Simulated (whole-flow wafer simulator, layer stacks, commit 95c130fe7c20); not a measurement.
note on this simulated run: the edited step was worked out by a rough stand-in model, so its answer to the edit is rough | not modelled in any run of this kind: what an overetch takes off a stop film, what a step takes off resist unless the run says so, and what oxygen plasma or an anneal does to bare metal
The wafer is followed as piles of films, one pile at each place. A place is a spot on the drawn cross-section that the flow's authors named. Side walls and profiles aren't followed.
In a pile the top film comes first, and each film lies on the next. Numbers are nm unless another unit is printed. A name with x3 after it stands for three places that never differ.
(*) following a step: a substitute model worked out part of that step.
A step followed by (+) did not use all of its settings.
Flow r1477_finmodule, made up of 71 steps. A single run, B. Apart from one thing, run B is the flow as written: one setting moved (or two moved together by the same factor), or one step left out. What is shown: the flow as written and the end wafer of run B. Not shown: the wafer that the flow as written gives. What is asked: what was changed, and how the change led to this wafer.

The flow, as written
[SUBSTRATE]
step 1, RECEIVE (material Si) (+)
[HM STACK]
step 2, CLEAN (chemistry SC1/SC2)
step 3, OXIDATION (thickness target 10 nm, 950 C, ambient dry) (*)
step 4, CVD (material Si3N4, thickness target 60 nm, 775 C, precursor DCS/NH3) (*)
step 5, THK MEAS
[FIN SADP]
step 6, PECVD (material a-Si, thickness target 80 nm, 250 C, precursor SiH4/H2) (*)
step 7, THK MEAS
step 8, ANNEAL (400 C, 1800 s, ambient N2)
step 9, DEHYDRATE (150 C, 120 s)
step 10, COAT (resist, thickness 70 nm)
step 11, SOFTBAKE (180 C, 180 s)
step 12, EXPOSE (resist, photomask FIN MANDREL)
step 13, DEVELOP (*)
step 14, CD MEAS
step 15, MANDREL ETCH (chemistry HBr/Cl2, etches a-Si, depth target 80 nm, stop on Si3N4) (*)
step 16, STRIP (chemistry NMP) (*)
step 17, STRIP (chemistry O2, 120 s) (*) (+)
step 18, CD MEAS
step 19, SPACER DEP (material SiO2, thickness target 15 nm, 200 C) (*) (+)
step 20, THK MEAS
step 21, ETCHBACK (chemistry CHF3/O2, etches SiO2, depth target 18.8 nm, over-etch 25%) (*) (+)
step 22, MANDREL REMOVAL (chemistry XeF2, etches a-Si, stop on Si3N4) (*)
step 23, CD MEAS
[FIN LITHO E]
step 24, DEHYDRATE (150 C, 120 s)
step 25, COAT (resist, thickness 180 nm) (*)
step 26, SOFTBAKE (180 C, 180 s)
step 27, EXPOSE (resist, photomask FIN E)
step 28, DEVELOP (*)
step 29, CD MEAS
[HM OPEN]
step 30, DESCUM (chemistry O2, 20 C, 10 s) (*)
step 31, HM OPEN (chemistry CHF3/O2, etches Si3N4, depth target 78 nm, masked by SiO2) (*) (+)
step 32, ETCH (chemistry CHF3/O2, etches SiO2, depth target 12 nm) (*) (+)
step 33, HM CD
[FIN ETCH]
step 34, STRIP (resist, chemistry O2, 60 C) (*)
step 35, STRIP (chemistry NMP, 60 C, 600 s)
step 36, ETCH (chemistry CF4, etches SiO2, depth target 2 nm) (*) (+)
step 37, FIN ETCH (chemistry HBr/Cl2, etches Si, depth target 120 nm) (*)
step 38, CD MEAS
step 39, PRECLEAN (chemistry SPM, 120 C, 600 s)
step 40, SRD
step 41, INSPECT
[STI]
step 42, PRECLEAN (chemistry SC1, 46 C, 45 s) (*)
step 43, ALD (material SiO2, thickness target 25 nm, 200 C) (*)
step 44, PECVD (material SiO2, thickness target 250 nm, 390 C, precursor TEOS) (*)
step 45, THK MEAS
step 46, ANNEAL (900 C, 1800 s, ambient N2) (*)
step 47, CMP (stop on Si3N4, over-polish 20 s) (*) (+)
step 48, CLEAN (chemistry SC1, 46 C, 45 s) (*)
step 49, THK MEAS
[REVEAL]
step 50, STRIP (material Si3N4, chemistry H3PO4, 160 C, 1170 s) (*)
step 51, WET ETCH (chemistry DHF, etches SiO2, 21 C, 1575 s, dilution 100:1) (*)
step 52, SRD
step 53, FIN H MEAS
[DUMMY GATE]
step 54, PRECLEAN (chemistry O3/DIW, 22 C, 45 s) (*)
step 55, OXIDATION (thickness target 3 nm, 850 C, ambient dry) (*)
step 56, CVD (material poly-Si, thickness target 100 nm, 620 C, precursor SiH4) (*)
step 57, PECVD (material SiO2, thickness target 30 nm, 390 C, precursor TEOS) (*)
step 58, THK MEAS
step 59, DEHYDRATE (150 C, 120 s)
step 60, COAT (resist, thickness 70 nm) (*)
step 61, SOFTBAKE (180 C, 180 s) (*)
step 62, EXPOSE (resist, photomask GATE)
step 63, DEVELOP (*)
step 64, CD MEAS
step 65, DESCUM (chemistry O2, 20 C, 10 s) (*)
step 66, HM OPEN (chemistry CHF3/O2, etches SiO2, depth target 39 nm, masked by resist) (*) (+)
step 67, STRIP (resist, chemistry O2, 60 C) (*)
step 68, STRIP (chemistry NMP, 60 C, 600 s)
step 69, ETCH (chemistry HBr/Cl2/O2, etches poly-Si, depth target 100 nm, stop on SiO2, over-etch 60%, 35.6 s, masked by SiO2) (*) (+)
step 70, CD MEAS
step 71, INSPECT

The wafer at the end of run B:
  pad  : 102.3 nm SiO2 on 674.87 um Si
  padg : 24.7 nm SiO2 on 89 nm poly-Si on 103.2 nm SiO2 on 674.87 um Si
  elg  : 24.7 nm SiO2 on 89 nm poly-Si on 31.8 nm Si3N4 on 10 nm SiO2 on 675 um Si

What caused this: step 56, CVD: thickness target 89 nm was run, whereas the flow has thickness target 100 nm.
The wafer itself shows it: padg has poly-Si 89, and step 56 as written asks for 100 nm.

The path from the change to this, step by step:
  step 56, CVD (material poly-Si, thickness target 100 nm, 620 C, precursor SiH4) (*)
      pad, padg, elg and 26 more: +89 poly-Si (new film) (it would be, as written: +100 poly-Si (new film))
      s40cg, s40co: +102.7 poly-Si (new film) (it would be, as written: +113.9 poly-Si (new film))
      (as well as at 5 more places)
  step 69, ETCH (chemistry HBr/Cl2/O2, etches poly-Si, depth target 100 nm, stop on SiO2, over-etch 60%, 35.6 s, masked by SiO2) (*) (+)
      pad, eso, e40so and 8 more: -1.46 chemical SiO2 (all of it), -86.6 poly-Si (all of it), -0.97 SiO2 (it would be, as written: -1.46 chemical SiO2 (all of it), -97.6 poly-Si (all of it), -0.42 SiO2)
      elo, e40lo, e100lo, e200lo: -1.46 chemical SiO2 (all of it), -86.6 poly-Si (all of it), -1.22 Si3N4 (it would be, as written: -1.46 chemical SiO2 (all of it), -97.6 poly-Si (all of it), -0.22 Si3N4)
      (as well as at 3 more places)
